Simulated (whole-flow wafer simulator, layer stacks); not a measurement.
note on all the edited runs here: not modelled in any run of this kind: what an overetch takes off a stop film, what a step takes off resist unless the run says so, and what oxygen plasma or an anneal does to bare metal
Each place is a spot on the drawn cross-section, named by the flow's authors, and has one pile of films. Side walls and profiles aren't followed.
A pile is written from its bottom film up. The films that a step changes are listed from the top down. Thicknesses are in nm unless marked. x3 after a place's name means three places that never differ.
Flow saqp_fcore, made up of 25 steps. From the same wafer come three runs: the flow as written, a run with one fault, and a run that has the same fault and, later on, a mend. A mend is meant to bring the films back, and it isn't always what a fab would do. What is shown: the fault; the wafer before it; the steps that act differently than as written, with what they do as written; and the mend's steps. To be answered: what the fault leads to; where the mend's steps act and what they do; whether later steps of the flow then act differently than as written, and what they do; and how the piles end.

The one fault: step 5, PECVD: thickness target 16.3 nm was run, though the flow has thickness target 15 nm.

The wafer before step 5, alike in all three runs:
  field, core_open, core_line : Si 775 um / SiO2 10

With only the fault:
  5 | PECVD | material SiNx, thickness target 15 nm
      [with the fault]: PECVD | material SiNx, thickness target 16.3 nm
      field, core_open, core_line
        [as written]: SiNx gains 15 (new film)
        [with the fault]: SiNx gains 16.3 (new film)
  Every later step of the flow that is run acts as written at every place that is followed.
  By the end, the piles at field, core_open, core_line depart from the flow's by more than 2% or 0.5 nm, whichever is larger.
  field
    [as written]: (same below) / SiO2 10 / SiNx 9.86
    [with the fault]: (same below) / SiO2 10 / SiNx 11.2
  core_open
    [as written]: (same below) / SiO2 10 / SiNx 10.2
    [with the fault]: (same below) / SiO2 10 / SiNx 11.5
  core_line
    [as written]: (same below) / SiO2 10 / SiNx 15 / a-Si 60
    [with the fault]: (same below) / SiO2 10 / SiNx 16.3 / a-Si 60

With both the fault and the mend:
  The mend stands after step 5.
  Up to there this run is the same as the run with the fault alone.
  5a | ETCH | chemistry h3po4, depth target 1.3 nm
      field, core_open, core_line
        SiNx loses 1.3
  Every later step of the flow that is run acts as written at every place that is followed.
  The piles end the same as the flow's at every place that both follow.
